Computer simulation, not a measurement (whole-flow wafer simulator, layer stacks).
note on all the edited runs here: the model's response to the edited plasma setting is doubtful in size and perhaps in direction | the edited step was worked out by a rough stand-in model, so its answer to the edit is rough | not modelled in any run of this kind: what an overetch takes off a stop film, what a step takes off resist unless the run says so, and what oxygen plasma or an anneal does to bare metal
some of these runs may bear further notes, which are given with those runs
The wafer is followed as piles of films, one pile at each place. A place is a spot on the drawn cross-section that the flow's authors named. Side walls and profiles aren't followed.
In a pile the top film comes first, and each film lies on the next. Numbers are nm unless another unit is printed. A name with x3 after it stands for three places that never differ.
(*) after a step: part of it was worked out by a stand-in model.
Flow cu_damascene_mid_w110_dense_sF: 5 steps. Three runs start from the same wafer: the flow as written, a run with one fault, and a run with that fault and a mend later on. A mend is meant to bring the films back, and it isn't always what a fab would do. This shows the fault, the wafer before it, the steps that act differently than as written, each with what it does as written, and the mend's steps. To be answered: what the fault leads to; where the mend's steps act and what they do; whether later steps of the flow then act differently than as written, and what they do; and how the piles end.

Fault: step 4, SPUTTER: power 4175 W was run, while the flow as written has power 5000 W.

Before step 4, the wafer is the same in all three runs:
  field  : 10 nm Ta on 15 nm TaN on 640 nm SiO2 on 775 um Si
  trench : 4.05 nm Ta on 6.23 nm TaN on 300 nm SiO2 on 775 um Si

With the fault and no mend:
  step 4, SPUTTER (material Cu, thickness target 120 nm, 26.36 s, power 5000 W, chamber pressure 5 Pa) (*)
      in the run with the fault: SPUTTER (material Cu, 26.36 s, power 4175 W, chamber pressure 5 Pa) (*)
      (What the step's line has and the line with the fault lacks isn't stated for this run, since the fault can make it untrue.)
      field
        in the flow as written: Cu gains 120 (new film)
        in the run with the fault: Cu gains 95.3 (new film)
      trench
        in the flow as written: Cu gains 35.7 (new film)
        in the run with the fault: Cu gains 31.6 (new film)
  Steps further on in the flow that do not act as written:
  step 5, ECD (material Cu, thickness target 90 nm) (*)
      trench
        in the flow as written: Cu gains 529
        in the run with the fault: Cu gains 508.5
  By the end, the piles at field, trench depart from the flow's by more than 2% or 0.5 nm, whichever is larger.
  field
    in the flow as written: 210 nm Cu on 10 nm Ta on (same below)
    in the run with the fault: 185.3 nm Cu on 10 nm Ta on (same below)
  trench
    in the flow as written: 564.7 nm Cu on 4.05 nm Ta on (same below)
    in the run with the fault: 540.1 nm Cu on 4.05 nm Ta on (same below)

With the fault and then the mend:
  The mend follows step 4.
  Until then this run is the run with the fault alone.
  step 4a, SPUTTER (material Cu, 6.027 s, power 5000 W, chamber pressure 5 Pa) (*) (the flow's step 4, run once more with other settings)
      field
        Cu gains 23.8
      trench
        Cu gains 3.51
  Every later step of the flow that is run acts as written, at every place that is followed, to within 2% or 0.5 nm, whichever is larger.
  At the end the piles are close to the flow's at the places that both follow, differing by at most 2% or 0.5 nm, whichever is larger.
